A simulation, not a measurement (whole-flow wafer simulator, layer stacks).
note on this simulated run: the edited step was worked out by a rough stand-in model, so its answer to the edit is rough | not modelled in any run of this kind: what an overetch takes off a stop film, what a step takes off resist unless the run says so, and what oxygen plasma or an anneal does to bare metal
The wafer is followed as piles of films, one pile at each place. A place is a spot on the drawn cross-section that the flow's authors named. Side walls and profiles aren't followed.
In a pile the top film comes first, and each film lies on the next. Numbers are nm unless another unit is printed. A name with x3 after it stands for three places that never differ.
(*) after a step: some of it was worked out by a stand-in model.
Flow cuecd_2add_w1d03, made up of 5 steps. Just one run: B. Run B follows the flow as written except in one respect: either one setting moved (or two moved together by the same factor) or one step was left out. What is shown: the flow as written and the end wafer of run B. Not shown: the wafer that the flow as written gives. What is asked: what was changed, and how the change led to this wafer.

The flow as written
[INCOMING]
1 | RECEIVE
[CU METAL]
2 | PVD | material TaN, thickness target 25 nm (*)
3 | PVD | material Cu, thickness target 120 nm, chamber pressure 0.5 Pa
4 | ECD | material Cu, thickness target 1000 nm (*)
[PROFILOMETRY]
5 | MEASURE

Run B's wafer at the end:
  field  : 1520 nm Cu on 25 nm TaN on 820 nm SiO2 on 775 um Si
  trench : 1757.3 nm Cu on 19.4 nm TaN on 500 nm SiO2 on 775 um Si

Cause: step 4, ECD: thickness target 1400 nm was run, though the flow has thickness target 1000 nm.

The path from the change to this, step by step:
  4 | ECD | material Cu, thickness target 1000 nm (*)
      field: +1400 Cu (as written it would have been: +1000 Cu)
      trench: +1663.9 Cu (as written it would have been: +1226.8 Cu)
